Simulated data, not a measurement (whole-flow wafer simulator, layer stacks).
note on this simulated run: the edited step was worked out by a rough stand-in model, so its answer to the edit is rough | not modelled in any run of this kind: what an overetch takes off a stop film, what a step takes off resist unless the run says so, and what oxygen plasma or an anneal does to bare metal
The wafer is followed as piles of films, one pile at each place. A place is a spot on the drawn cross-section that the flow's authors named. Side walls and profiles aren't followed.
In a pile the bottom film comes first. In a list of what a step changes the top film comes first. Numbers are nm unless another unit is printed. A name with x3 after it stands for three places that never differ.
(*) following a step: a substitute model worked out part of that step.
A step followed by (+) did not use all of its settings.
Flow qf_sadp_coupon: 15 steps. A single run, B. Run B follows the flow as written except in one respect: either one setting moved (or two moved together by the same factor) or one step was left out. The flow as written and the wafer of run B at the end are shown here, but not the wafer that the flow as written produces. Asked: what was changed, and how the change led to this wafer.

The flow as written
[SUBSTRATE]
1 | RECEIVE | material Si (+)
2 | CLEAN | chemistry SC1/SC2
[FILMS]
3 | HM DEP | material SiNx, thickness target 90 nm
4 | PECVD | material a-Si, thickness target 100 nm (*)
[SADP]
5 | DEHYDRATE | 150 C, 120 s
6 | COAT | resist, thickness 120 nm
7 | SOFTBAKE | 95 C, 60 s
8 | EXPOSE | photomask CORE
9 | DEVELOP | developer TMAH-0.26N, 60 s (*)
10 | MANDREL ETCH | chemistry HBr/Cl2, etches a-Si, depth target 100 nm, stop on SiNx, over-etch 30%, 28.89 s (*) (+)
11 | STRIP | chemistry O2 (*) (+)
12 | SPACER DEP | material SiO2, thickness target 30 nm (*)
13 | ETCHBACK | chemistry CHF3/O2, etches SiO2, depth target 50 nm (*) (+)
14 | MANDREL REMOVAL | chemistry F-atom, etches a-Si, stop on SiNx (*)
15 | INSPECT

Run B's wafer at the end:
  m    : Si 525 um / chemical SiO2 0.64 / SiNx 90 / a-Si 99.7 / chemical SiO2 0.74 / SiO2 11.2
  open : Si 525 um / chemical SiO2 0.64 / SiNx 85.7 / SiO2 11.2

The reason: step 13, ETCHBACK: depth target 18.8 nm was run, whereas the flow has depth target 50 nm.

Step by step, how the change led to this:
  13 | ETCHBACK | chemistry CHF3/O2, etches SiO2, depth target 50 nm (*) (+)
      m: SiO2 loses 18.8 (as written it would have been: SiO2 loses 30 (all of it), chemical SiO2 loses 0.74 (all of it), a-Si loses 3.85)
      open: SiO2 loses 18.8 (as written it would have been: SiO2 loses 30 (all of it), SiNx loses 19)
  14 | MANDREL REMOVAL | chemistry F-atom, etches a-Si, stop on SiNx (*)
      m: nothing (as written it would have been: a-Si loses 95.8 (all of it))
